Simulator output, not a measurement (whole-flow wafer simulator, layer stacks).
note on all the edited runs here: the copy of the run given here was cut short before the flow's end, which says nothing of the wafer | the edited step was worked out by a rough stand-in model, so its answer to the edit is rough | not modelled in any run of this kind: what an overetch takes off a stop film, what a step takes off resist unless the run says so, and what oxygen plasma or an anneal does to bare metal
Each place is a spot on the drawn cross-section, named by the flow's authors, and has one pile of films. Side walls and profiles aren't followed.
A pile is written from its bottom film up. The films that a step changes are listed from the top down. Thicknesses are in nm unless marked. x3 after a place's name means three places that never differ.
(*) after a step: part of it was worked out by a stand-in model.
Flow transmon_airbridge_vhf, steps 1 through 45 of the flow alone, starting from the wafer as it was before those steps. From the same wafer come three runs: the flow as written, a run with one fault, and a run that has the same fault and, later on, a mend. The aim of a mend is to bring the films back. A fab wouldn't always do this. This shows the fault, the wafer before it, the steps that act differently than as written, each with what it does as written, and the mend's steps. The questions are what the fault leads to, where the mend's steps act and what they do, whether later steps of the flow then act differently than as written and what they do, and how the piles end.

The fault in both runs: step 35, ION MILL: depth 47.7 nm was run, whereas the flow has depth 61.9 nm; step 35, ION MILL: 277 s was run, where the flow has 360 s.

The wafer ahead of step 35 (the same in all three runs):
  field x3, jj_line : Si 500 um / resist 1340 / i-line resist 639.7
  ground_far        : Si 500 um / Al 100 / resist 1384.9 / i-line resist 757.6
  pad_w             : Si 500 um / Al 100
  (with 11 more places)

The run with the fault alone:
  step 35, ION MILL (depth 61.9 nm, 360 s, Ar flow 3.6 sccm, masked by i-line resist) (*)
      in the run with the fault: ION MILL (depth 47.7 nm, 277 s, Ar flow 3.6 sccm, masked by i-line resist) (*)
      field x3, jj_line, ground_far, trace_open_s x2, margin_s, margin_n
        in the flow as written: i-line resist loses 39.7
        in the run with the fault: i-line resist loses 30.6
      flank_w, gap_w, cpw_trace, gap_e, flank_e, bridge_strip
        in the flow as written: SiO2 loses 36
        in the run with the fault: SiO2 loses 27.7
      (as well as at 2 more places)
  Later steps of the flow acting differently than as written (3 other steps are not shown; they differ only slightly, by no more than 2% or 0.5 nm, whichever is larger):
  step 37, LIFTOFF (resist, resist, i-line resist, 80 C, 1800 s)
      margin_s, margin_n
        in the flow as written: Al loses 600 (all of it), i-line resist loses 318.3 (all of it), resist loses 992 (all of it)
        in the run with the fault: Al loses 600 (all of it), i-line resist loses 327.4 (all of it), resist loses 992 (all of it)
  The piles end different from the flow's at pad_w, pad_e by more than 2% or 0.5 nm, whichever is larger.
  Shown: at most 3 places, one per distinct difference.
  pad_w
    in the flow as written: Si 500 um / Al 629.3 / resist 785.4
    in the run with the fault: Si 500 um / Al 643.6 / resist 783.1

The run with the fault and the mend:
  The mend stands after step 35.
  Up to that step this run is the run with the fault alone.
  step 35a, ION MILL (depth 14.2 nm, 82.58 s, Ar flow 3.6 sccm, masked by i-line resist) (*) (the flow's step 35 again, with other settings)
      field x3, jj_line, ground_far, trace_open_s x2, margin_s, margin_n
        i-line resist loses 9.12
      flank_w, gap_w, cpw_trace, gap_e, flank_e, bridge_strip
        SiO2 loses 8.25
      pad_w, pad_e
        Al loses 14.2
  Later steps of the flow that are run all act as written at every place that is followed, up to a difference of at most 2% or 0.5 nm, whichever is larger.
  When the end is reached, the piles differ only a little from the flow's at the places that both follow, at most by 2% or 0.5 nm, whichever is larger.
